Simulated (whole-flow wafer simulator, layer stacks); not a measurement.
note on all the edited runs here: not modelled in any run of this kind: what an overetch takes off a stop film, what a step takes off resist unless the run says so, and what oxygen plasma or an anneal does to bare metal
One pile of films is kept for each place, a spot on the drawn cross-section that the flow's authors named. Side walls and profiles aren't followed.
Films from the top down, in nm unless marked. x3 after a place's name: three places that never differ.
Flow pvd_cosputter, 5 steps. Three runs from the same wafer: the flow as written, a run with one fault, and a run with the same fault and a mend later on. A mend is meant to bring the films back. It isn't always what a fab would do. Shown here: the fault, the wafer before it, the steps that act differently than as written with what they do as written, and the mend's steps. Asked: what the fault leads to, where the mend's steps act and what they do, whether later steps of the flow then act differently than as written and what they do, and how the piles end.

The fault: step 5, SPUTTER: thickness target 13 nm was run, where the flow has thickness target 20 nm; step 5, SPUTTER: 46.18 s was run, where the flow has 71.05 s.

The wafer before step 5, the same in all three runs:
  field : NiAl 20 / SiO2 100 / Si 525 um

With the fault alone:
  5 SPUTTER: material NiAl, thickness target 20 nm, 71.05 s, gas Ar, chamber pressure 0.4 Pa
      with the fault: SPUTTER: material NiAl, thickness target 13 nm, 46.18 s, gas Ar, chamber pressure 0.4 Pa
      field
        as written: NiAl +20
        with the fault: NiAl +13
  No later step of the flow acts differently than as written at any place that is followed.
  At the end the piles differ from the flow's by more than 2% or 0.5 nm, whichever is larger, at field.
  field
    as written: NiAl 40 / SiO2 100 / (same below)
    with the fault: NiAl 33 / SiO2 100 / (same below)

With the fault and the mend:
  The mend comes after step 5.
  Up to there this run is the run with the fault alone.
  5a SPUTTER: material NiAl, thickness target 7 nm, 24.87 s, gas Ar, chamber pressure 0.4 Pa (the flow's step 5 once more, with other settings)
      field
        NiAl +7
  No later step of the flow acts differently than as written at any place that is followed.
  At the end the piles are the same as the flow's at every place that both follow.
